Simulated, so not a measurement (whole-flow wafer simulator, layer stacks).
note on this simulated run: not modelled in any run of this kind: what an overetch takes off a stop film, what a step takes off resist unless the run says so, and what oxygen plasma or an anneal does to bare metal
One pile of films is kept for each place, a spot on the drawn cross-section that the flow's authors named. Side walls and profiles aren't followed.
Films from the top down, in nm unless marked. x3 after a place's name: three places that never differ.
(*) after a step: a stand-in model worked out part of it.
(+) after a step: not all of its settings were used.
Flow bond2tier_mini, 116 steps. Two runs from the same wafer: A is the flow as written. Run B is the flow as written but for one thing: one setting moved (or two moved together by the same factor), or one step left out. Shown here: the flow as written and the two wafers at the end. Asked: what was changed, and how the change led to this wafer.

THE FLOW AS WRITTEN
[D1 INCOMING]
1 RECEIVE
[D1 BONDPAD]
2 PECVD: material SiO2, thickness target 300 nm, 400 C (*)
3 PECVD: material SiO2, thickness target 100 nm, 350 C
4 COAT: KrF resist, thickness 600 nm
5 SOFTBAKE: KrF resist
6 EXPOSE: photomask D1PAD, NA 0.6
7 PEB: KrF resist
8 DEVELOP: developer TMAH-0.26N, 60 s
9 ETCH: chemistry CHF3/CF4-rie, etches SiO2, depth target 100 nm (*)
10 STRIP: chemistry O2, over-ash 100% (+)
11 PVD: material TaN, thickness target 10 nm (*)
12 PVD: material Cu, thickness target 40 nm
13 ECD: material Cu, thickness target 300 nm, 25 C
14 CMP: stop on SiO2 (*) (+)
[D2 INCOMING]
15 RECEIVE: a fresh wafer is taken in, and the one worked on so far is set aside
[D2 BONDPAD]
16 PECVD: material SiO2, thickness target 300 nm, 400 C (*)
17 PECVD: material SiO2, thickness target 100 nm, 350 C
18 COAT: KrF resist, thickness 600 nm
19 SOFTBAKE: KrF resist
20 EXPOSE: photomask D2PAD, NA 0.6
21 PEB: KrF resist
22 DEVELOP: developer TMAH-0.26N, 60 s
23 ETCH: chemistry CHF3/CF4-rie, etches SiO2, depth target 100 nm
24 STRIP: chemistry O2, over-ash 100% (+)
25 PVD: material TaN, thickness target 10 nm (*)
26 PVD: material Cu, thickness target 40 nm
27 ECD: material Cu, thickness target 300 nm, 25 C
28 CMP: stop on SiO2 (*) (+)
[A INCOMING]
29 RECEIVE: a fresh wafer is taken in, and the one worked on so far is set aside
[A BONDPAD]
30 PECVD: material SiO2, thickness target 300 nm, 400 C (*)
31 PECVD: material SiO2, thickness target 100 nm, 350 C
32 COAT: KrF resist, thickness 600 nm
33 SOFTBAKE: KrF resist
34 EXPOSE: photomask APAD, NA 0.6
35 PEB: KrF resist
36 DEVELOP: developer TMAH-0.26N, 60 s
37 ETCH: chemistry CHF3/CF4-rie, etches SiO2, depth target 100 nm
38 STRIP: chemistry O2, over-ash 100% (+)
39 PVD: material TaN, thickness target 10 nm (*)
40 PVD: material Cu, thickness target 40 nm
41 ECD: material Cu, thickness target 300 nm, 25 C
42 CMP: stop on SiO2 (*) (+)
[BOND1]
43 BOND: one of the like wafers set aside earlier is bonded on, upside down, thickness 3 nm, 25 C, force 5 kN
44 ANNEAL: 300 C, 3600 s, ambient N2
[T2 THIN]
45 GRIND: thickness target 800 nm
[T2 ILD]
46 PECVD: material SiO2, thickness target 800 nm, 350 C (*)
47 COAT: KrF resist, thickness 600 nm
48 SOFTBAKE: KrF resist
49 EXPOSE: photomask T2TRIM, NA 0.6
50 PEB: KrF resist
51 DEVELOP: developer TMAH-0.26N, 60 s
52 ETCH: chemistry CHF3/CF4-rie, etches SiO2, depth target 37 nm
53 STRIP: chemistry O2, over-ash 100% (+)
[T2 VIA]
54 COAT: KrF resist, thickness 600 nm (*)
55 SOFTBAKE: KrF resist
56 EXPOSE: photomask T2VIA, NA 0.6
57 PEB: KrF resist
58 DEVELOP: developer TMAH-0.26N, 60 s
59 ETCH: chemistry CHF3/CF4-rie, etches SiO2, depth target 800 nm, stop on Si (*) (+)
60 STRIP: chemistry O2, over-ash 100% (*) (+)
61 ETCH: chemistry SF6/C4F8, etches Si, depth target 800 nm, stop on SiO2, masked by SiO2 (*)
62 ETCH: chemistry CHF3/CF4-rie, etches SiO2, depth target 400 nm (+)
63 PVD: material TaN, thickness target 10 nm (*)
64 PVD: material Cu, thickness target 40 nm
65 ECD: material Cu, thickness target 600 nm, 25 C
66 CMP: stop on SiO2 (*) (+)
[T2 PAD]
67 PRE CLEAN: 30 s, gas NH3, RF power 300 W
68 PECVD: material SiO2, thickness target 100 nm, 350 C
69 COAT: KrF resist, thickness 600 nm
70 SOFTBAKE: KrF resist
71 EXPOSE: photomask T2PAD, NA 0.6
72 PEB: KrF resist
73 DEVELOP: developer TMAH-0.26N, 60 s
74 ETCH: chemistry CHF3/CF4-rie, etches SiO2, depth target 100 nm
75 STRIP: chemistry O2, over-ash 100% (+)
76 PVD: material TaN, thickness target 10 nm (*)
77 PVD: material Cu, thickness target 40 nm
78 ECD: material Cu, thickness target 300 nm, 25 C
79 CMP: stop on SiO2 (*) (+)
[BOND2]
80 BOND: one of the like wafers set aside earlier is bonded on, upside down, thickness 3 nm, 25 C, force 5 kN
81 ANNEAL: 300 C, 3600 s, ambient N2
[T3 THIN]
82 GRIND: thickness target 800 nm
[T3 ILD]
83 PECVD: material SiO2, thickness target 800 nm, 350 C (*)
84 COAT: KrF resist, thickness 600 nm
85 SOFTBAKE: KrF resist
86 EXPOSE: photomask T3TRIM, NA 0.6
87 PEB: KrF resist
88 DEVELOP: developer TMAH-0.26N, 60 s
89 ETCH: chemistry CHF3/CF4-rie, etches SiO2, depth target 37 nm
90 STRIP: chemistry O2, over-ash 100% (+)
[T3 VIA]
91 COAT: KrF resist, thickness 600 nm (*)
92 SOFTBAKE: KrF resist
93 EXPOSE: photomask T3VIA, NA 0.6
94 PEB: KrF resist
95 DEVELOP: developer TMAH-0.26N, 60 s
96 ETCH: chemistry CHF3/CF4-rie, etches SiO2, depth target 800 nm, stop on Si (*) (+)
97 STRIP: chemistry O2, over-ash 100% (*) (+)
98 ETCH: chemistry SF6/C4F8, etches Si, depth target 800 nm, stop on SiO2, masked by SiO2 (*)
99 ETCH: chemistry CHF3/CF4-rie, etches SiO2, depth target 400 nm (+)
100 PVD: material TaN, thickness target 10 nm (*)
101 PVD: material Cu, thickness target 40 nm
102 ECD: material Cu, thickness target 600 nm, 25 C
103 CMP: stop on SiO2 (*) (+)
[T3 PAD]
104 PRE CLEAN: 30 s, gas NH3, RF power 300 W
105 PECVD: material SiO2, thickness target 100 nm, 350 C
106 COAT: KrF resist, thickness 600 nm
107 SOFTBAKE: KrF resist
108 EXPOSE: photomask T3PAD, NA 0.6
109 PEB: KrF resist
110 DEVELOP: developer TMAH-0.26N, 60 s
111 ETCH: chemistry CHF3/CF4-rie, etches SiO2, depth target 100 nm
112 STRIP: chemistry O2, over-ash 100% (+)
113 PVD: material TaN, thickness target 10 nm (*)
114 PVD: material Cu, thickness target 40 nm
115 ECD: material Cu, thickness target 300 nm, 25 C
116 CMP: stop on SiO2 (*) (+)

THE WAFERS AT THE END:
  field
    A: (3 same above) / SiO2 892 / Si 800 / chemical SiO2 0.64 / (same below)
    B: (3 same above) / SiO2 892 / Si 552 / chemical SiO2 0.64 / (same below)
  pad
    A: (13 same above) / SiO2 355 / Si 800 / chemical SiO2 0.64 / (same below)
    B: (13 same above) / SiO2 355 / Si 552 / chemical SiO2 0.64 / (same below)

The cause: step 45, GRIND: thickness target 552 nm was run, where the flow has thickness target 800 nm.
It can be read off the wafer: field has Si 552, and step 45 as written asks for 800 nm.

How the change led to this, step by step:
  45 GRIND: thickness target 800 nm
      field, pad, via: A Si -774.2 um | B Si -774.45 um
